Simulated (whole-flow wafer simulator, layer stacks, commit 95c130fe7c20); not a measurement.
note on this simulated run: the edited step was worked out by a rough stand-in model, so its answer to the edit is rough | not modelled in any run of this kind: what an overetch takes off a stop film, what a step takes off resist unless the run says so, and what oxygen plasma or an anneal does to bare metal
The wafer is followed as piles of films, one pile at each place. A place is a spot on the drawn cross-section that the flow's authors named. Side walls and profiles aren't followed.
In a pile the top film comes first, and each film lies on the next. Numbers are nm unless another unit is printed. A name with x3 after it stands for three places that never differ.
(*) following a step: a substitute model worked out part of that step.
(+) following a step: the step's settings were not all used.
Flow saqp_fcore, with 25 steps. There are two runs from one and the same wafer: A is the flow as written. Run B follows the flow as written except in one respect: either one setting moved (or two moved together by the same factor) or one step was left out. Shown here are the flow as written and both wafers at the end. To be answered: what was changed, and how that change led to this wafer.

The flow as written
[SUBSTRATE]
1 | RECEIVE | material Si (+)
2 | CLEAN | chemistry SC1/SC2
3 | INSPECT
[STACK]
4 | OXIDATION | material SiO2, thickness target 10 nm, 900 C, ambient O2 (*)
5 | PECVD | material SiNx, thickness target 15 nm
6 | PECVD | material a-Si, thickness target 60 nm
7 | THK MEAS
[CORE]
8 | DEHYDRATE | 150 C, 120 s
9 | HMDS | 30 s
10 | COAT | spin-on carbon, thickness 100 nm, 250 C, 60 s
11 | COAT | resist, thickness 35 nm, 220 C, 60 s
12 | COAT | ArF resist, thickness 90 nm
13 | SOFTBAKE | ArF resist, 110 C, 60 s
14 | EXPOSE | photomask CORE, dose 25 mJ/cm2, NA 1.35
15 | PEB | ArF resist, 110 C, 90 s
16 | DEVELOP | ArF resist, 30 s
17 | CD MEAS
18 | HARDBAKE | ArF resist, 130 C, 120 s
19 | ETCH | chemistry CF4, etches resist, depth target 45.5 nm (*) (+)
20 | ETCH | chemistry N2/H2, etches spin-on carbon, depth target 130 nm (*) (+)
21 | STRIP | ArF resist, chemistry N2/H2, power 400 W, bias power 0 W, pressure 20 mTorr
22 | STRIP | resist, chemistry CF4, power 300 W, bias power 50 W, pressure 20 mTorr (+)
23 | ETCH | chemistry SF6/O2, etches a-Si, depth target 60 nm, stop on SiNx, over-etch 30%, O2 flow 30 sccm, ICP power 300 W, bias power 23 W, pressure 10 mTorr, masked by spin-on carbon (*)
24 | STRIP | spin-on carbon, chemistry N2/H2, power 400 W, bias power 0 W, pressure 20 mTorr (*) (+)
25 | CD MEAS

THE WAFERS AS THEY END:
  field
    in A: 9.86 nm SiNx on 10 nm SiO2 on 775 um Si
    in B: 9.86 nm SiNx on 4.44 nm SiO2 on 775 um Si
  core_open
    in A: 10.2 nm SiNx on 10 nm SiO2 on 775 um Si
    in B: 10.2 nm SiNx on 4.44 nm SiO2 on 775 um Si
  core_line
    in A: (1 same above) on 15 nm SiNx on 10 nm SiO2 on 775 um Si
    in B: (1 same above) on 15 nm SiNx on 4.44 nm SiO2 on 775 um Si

Cause: step 4, OXIDATION: 810 C was run, though the flow has 900 C.

How this came from the change, step by step:
  4 | OXIDATION | material SiO2, thickness target 10 nm, 900 C, ambient O2 (*)
      field, core_open, core_line: A +10 SiO2 (new film), -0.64 chemical SiO2 (all of it), -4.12 Si | B +4.44 SiO2 (new film), -0.64 chemical SiO2 (all of it), -1.67 Si
